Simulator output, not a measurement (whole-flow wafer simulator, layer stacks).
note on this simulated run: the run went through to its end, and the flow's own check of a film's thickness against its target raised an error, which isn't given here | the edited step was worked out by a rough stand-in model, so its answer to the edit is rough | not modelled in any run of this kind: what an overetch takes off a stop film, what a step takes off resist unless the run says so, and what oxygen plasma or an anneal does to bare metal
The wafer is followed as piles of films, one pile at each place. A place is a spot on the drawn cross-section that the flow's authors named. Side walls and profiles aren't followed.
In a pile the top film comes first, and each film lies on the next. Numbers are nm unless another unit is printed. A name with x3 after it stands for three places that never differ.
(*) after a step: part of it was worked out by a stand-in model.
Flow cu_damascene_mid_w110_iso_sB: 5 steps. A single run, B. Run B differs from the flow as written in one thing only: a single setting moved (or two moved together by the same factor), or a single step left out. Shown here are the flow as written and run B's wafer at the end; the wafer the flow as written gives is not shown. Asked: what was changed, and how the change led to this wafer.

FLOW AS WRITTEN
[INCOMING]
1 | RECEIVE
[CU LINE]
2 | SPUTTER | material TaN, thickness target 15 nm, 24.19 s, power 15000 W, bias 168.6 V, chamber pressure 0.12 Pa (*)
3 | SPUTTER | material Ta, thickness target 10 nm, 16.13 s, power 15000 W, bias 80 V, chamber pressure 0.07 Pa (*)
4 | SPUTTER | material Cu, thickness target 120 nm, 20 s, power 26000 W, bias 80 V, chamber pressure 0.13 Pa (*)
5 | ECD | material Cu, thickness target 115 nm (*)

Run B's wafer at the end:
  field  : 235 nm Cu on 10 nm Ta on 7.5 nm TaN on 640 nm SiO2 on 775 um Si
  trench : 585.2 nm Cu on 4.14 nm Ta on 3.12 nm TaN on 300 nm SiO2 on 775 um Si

Cause: step 2, SPUTTER: thickness target 7.5 nm was run, while the flow as written has thickness target 15 nm.
The wafer itself shows it: field has TaN 7.5, and step 2 as written asks for 15 nm.

Step by step, how the change led to this:
  2 | SPUTTER | material TaN, thickness target 15 nm, 24.19 s, power 15000 W, bias 168.6 V, chamber pressure 0.12 Pa (*)
      field: TaN gains 7.5 (new film) (as written it would have been: TaN gains 15 (new film))
      trench: TaN gains 3.12 (new film) (as written it would have been: TaN gains 6.23 (new film))
  4 | SPUTTER | material Cu, thickness target 120 nm, 20 s, power 26000 W, bias 80 V, chamber pressure 0.13 Pa (*)
      trench: Cu gains 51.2 (new film) (as written it would have been: Cu gains 49.9 (new film))
